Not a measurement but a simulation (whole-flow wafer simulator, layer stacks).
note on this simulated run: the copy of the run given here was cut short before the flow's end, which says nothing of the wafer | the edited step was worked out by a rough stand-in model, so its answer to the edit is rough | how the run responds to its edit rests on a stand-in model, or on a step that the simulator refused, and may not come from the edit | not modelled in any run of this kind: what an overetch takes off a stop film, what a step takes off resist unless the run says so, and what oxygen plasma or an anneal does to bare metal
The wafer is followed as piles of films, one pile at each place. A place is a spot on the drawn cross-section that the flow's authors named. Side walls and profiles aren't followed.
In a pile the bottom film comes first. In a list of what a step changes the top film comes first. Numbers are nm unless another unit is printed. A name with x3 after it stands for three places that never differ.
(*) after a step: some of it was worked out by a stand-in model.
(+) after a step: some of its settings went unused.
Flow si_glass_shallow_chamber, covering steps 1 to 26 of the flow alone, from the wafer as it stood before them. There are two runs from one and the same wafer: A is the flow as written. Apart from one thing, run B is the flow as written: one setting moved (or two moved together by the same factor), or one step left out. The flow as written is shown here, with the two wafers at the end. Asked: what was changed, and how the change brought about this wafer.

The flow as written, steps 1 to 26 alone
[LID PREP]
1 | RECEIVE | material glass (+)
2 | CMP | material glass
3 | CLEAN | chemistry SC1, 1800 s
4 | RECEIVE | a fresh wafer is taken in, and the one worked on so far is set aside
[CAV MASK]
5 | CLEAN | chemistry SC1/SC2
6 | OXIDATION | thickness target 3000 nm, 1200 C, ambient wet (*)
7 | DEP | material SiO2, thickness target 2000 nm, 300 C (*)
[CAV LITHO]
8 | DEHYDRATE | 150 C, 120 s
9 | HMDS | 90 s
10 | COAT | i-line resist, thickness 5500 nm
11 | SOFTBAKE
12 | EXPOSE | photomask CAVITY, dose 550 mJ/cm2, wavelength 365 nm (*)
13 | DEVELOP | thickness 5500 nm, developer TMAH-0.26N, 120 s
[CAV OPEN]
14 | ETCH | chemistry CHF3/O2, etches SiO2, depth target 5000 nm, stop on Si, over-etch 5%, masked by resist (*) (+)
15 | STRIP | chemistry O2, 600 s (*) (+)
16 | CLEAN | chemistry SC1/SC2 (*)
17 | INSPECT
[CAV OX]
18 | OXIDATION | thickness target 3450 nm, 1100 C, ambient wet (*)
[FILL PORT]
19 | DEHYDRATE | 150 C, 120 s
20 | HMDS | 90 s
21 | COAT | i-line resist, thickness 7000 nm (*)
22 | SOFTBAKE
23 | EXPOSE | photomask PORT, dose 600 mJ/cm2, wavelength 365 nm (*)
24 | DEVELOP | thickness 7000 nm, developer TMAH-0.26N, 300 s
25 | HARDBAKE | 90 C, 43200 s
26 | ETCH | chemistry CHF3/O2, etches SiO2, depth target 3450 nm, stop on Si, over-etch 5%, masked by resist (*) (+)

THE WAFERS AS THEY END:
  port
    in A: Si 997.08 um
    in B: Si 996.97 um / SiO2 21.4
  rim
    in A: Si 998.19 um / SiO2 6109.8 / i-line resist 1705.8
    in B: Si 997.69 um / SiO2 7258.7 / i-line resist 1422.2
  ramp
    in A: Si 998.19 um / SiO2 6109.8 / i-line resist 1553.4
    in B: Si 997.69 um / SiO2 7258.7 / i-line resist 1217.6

What caused this: step 6, OXIDATION: thickness target 4350 nm was run, while the flow as written has thickness target 3000 nm.

Step by step, how the change led to this:
  6 | OXIDATION | thickness target 3000 nm, 1200 C, ambient wet (*)
      rim, ramp, cav, port, septum, ring: A +3000 SiO2 (new film), -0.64 chemical SiO2 (all of it), -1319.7 Si | B +4350 SiO2 (new film), -0.64 chemical SiO2 (all of it), -1913.7 Si
  14 | ETCH | chemistry CHF3/O2, etches SiO2, depth target 5000 nm, stop on Si, over-etch 5%, masked by resist (*) (+)
      cav, port: A -5000 SiO2 (all of it), -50 Si | B -5250 SiO2
  15 | STRIP | chemistry O2, 600 s (*) (+)
      cav, port: A +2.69 chemical SiO2 (new film), -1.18 Si | B nothing
  18 | OXIDATION | thickness target 3450 nm, 1100 C, ambient wet (*)
      cav, port: A +3450 SiO2 (new film), -2.69 chemical SiO2 (all of it), -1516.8 Si | B +2543.9 SiO2, -1119.3 Si
      rim, ramp, septum, ring: A +1109.8 SiO2, -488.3 Si | B +908.7 SiO2, -399.8 Si
  21 | COAT | i-line resist, thickness 7000 nm (*)
      rim: A +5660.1 i-line resist (new film) | B +5456.7 i-line resist (new film)
      ramp: A +5087.8 i-line resist (new film) | B +4808.4 i-line resist (new film)
  22 | SOFTBAKE
      rim: A -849 i-line resist | B -939.1 i-line resist
      ramp: A -434.5 i-line resist | B -502 i-line resist
      (as well as at 3 more places)
  25 | HARDBAKE | 90 C, 43200 s
      rim: A -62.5 i-line resist | B -52.6 i-line resist
      ramp: A -57.1 i-line resist | B -45.9 i-line resist
      (as well as at 1 more place)
  26 | ETCH | chemistry CHF3/O2, etches SiO2, depth target 3450 nm, stop on Si, over-etch 5%, masked by resist (*) (+)
      port: A -3450 SiO2 (all of it), -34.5 Si | B -3622.5 SiO2
